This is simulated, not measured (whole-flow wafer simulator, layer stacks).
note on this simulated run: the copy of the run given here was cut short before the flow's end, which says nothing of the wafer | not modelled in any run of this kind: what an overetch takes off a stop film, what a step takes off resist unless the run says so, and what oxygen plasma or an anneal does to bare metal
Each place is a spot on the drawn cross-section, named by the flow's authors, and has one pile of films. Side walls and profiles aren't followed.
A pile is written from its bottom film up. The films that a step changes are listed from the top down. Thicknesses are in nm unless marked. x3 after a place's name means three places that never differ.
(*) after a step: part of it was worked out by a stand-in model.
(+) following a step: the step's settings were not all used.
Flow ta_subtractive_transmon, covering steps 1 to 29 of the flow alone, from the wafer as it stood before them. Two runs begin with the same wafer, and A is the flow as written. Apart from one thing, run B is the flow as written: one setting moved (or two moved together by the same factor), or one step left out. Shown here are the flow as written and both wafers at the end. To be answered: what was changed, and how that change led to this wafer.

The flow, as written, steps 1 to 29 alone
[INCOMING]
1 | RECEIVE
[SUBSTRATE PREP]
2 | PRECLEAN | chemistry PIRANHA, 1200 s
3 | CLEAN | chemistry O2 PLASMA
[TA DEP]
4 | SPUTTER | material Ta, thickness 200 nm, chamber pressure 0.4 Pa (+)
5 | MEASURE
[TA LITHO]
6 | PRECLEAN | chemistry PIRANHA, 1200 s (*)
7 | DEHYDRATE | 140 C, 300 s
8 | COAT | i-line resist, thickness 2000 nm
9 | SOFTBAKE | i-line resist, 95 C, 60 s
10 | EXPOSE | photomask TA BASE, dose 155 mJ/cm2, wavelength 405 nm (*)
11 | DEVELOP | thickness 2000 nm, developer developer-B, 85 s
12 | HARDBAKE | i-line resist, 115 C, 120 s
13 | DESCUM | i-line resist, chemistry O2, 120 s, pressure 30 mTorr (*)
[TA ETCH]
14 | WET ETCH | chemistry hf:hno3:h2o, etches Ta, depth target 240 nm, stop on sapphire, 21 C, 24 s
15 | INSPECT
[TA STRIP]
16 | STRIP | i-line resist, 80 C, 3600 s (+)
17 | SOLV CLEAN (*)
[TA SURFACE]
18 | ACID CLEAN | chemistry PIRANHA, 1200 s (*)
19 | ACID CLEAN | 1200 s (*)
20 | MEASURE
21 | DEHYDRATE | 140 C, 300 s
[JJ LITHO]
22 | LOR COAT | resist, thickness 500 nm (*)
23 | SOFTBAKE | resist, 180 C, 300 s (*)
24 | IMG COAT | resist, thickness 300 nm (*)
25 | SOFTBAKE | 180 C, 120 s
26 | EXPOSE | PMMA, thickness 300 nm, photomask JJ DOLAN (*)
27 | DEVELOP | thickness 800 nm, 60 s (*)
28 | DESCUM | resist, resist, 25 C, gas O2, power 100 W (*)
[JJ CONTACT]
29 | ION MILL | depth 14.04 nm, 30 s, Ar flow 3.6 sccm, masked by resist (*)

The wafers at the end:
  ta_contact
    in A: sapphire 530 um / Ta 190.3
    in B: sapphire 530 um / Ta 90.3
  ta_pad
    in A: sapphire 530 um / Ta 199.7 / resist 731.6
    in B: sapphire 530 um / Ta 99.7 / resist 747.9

What caused this: step 4, SPUTTER: thickness 100 nm was run, while the flow as written has thickness 200 nm.

Step by step, how the change led to this:
  4 | SPUTTER | material Ta, thickness 200 nm, chamber pressure 0.4 Pa (+)
      field x2, jj_line, lead, ta_contact, ta_pad: A Ta gains 200 (new film) | B Ta gains 100 (new film)
  14 | WET ETCH | chemistry hf:hno3:h2o, etches Ta, depth target 240 nm, stop on sapphire, 21 C, 24 s
      field x2, jj_line, lead: A Ta loses 200 (all of it) | B Ta loses 100 (all of it)
  22 | LOR COAT | resist, thickness 500 nm (*)
      lead: A resist gains 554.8 (new film) | B resist gains 528.4 (new film)
      ta_contact: A resist gains 443.8 (new film) | B resist gains 470.6 (new film)
  24 | IMG COAT | resist, thickness 300 nm (*)
      lead: A resist gains 312.6 | B resist gains 306.2
      ta_contact: A resist gains 287.4 | B resist gains 293.9
      (as well as at 1 more place)
  27 | DEVELOP | thickness 800 nm, 60 s (*)
      lead: A resist loses 867.4 (all of it) | B resist loses 834.6 (all of it)
      ta_contact: A resist loses 731.2 (all of it) | B resist loses 764.5 (all of it)
